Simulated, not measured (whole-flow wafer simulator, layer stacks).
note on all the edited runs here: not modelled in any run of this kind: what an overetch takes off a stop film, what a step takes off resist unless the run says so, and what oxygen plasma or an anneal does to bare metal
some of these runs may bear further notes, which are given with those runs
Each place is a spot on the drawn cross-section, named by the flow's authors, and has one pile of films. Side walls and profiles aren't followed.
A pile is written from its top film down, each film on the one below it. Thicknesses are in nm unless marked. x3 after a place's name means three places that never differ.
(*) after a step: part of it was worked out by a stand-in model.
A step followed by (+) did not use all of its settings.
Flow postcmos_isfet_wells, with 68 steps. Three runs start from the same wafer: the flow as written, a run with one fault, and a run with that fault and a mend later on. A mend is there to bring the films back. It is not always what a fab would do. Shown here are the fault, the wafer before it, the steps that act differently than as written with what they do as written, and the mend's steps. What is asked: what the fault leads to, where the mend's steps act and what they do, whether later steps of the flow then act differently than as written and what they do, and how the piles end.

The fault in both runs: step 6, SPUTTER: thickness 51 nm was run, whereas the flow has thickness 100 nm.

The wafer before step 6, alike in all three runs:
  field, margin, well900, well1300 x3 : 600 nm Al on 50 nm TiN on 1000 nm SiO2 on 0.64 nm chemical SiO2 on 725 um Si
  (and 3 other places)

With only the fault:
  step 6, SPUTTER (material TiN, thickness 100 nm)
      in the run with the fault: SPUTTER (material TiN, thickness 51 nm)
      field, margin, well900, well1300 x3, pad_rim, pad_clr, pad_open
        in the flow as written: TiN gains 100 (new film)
        in the run with the fault: TiN gains 51 (new film)
  Steps later in the flow that act otherwise than as written (1 other step is not shown; it differs only slightly, by no more than 2% or 0.5 nm, whichever is larger):
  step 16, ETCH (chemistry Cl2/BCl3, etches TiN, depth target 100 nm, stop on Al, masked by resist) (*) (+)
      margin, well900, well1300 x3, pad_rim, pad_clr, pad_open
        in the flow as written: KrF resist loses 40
        in the run with the fault: KrF resist loses 30.6
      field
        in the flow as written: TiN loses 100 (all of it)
        in the run with the fault: TiN loses 51 (all of it)
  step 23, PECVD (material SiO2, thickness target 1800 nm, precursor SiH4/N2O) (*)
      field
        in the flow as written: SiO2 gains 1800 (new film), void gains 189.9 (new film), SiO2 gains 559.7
        in the run with the fault: SiO2 gains 1800 (new film), void gains 153.5 (new film), SiO2 gains 547
  By the end, the piles at field, margin, well900, well1300 x3, pad_rim, pad_clr, pad_open depart from the flow's by more than 2% or 0.5 nm, whichever is larger.
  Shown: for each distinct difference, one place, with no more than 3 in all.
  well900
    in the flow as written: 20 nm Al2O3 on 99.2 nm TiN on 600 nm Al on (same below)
    in the run with the fault: 20 nm Al2O3 on 50.2 nm TiN on 600 nm Al on (same below)
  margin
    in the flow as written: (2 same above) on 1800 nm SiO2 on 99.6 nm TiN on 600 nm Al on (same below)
    in the run with the fault: (2 same above) on 1800 nm SiO2 on 50.6 nm TiN on 600 nm Al on (same below)
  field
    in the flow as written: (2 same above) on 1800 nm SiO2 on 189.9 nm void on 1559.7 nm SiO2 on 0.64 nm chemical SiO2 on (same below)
    in the run with the fault: (2 same above) on 1800 nm SiO2 on 153.5 nm void on 1547 nm SiO2 on 0.64 nm chemical SiO2 on (same below)

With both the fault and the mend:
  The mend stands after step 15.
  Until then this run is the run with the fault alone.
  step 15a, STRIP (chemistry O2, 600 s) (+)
      margin, well900, well1300 x3, pad_rim, pad_clr, pad_open
        KrF resist loses 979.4 (all of it)
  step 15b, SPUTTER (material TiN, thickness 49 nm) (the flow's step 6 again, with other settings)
      field, margin, well900, well1300 x3, pad_rim, pad_clr, pad_open
        TiN gains 49
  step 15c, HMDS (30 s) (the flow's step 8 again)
      leaves every film unchanged at each place that is followed
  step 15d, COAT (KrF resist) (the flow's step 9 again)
      field, margin, well900, well1300 x3, pad_rim, pad_clr, pad_open
        KrF resist gains 1000 (new film)
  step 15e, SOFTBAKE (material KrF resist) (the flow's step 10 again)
      leaves every film unchanged at each place that is followed
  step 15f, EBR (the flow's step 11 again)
      leaves every film unchanged at each place that is followed
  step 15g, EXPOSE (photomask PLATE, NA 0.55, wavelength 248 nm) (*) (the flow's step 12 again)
      leaves every film unchanged at each place that is followed
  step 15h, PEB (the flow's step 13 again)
      field, margin, well900, well1300 x3, pad_rim, pad_clr, pad_open
        KrF resist loses 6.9
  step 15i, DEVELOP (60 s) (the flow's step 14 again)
      margin, well900, well1300 x3, pad_rim, pad_clr, pad_open
        KrF resist loses 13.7
      field
        KrF resist loses 993.1 (all of it)
  Later steps of the flow that are run all act as written at every place that is followed.
  The piles end the same as the flow's at every place that both follow.
